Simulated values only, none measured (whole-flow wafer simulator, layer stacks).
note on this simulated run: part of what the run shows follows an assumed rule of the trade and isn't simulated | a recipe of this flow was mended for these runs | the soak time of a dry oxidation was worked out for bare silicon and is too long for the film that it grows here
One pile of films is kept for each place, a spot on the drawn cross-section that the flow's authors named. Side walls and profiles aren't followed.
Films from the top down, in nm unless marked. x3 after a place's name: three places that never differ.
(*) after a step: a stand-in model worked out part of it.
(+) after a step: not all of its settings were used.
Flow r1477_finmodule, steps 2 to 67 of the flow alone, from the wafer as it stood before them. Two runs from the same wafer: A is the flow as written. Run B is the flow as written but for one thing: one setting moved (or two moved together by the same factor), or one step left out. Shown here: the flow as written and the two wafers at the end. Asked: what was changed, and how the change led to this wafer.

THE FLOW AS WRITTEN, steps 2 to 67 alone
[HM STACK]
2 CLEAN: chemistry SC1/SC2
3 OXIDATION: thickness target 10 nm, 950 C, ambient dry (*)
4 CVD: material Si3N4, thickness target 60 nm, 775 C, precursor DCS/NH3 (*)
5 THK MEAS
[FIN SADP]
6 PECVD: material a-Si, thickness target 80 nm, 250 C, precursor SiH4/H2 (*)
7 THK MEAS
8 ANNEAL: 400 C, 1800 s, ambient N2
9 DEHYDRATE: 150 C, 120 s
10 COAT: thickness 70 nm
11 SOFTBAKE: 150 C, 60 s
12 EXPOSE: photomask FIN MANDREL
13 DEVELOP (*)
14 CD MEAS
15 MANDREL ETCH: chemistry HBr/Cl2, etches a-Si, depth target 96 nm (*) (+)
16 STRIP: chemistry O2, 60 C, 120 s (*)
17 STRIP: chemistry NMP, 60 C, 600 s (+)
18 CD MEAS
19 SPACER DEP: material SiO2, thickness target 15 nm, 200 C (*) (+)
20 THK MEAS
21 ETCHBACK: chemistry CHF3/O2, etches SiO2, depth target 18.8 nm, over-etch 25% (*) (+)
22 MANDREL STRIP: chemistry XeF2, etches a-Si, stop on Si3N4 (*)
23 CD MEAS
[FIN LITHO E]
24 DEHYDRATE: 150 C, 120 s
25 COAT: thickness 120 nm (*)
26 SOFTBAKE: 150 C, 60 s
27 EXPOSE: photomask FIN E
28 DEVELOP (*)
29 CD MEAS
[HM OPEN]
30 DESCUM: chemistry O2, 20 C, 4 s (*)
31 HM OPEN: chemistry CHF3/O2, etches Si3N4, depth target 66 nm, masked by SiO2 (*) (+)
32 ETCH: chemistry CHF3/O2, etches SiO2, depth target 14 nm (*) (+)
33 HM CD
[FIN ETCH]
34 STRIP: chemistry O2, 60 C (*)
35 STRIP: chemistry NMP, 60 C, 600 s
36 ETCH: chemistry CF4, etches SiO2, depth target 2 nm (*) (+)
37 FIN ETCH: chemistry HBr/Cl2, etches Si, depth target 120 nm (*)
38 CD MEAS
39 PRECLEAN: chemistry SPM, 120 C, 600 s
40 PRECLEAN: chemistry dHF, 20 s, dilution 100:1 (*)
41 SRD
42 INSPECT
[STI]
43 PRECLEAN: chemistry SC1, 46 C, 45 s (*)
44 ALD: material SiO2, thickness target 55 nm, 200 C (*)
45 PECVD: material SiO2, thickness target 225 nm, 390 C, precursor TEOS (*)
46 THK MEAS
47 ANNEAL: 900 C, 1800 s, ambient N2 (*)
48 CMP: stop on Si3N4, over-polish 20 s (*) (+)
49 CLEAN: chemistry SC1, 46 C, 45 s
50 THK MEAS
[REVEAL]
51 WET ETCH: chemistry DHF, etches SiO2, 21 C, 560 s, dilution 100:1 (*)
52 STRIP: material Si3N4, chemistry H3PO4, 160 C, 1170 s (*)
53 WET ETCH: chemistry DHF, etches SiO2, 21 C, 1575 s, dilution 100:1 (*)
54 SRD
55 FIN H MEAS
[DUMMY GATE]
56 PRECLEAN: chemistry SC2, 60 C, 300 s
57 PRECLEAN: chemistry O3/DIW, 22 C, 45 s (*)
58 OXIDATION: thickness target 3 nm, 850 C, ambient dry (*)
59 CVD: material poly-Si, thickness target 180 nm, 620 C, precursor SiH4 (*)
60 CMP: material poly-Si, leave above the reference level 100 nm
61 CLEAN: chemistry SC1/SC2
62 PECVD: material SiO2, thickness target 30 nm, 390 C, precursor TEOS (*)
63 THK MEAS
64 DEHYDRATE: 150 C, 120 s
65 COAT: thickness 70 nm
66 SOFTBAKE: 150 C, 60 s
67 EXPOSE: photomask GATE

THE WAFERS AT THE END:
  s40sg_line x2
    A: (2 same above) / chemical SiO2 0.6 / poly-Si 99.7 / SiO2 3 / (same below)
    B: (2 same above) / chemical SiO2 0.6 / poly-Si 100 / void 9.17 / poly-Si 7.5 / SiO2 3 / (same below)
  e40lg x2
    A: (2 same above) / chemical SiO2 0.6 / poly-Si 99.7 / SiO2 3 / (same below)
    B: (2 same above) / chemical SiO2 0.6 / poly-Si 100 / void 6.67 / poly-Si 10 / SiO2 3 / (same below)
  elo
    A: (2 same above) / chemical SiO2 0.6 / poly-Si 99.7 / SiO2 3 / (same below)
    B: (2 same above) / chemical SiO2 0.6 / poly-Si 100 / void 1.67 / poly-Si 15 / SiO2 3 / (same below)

The cause: step 53, WET ETCH: 315 s was run, where the flow has 1575 s.

How the change led to this, step by step:
  53 WET ETCH: chemistry DHF, etches SiO2, 21 C, 1575 s, dilution 100:1 (*)
      esg x2, e40sg x2, e100sg x2 and 14 more: A SiO2 -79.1 | B SiO2 -15.8
      pad x2: A SiO2 -85.7 | B SiO2 -17.1
  59 CVD: material poly-Si, thickness target 180 nm, 620 C, precursor SiH4 (*)
      s40sg_line x2, s45sg_line x2, s50sg_line x2: A poly-Si +180 (new film) | B poly-Si +180.2 (new film), void +9.17 (new film), poly-Si +7.5 (new film)
      e40lg x2: A poly-Si +180 (new film) | B poly-Si +180.2 (new film), void +6.67 (new film), poly-Si +10 (new film)
      (and at 25 more places)
  60 CMP: material poly-Si, leave above the reference level 100 nm
      pad x2: A poly-Si -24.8 | B poly-Si -76.3
      e100lg x2: A poly-Si -80 | B poly-Si -78.3
      (and at 5 more places)
